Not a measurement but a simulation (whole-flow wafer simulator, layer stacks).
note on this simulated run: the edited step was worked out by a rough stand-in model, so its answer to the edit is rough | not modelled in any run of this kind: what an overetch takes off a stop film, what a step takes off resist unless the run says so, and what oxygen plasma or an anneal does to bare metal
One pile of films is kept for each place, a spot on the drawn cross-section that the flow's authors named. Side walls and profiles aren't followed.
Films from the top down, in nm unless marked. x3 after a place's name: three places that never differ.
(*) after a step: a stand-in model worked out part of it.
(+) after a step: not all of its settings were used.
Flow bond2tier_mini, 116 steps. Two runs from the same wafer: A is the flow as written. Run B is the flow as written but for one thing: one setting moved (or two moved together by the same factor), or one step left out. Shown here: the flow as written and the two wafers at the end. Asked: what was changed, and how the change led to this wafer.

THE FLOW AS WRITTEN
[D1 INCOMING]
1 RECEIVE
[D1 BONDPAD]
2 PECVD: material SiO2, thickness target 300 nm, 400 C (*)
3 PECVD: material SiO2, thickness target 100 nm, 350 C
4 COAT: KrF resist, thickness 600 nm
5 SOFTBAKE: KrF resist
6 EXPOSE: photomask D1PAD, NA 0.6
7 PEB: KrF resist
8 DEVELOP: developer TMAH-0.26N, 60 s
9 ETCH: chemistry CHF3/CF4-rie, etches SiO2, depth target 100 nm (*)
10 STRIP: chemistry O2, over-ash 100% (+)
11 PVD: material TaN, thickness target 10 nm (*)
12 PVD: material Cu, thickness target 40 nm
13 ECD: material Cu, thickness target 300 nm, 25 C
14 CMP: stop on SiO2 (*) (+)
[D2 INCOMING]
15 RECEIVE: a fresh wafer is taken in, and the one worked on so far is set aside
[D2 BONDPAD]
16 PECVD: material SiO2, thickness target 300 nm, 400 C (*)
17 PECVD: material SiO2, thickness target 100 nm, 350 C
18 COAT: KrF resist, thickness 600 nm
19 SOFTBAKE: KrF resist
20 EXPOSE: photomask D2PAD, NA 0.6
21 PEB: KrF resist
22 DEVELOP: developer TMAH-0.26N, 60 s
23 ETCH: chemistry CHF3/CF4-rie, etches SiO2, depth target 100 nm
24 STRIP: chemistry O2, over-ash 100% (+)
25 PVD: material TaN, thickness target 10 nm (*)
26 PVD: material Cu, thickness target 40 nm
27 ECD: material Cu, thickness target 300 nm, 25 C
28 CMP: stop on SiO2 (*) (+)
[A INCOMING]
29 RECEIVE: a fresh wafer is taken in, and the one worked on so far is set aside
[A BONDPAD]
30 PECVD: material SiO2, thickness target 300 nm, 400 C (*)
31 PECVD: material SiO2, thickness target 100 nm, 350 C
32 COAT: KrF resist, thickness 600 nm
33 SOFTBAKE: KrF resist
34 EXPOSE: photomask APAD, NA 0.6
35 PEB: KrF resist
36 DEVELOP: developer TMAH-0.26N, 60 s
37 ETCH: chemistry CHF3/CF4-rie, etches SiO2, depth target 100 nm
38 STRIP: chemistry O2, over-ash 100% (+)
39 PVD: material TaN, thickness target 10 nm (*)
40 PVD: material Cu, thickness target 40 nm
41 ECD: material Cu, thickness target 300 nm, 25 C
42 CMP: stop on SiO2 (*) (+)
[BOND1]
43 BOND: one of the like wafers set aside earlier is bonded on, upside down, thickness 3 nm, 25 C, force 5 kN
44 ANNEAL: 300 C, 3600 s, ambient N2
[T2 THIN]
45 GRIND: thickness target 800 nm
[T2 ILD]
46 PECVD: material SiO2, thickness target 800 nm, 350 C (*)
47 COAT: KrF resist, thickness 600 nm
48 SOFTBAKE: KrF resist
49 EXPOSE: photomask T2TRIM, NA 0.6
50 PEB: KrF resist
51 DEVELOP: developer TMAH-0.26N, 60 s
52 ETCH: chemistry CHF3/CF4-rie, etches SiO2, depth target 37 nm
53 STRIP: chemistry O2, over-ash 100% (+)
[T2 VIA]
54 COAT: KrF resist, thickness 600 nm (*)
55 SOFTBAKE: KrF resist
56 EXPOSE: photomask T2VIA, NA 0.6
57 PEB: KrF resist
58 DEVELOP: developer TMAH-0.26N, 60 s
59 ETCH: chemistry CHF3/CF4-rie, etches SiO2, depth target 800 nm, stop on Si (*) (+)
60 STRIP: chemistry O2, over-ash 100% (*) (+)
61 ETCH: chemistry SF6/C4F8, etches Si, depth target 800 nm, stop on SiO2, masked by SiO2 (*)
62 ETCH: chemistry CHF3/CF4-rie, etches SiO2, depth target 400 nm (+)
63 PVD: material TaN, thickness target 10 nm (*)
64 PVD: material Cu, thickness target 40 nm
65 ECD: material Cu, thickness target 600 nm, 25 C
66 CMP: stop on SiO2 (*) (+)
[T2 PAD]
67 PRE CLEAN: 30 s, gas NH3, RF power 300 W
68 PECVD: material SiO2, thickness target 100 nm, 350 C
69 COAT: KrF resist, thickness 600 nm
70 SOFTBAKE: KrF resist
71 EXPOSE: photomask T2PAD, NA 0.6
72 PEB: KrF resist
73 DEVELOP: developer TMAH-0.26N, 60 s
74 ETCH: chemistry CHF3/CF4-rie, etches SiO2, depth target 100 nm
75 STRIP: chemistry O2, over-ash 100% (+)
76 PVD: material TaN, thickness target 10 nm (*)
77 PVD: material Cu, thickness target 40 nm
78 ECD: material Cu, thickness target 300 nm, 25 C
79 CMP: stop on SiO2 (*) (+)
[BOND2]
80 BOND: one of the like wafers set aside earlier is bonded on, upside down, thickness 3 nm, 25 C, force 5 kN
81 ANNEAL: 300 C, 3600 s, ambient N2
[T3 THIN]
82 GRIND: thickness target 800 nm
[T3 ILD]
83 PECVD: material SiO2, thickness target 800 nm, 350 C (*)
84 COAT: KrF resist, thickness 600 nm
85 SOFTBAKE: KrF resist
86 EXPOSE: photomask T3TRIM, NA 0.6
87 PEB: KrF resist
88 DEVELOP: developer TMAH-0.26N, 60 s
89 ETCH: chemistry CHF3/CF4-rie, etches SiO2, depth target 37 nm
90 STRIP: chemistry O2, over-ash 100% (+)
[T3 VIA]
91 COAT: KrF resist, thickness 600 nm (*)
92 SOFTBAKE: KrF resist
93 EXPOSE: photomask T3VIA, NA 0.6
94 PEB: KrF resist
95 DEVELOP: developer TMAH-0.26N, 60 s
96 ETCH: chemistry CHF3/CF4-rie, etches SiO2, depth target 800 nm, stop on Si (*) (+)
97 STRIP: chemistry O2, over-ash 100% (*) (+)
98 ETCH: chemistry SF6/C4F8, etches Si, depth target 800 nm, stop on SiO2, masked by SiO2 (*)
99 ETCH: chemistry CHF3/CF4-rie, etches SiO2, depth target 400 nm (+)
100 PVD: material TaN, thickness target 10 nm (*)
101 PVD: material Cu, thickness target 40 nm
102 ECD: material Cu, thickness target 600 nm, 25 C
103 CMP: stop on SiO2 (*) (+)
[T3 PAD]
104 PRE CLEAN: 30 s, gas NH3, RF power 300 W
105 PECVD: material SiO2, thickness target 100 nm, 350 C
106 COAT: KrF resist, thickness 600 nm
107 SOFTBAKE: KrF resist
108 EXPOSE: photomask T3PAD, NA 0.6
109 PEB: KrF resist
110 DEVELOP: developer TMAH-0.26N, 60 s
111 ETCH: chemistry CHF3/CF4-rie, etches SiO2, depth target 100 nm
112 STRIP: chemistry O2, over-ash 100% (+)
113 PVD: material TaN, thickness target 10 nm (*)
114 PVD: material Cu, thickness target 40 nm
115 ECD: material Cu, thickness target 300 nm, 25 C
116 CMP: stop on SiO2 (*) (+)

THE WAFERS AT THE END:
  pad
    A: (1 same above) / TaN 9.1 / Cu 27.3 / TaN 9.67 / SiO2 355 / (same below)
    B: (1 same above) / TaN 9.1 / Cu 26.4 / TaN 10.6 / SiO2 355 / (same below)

The cause: step 100, PVD: thickness target 11 nm was run, where the flow has thickness target 10 nm.

How the change led to this, step by step:
  100 PVD: material TaN, thickness target 10 nm (*)
      field: A TaN +10 (new film) | B TaN +11 (new film)
      pad: A TaN +9.67 (new film) | B TaN +10.6 (new film)
  103 CMP: stop on SiO2 (*) (+)
      field: A Cu -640 (all of it), TaN -10 (all of it) | B Cu -640 (all of it), TaN -11 (all of it)
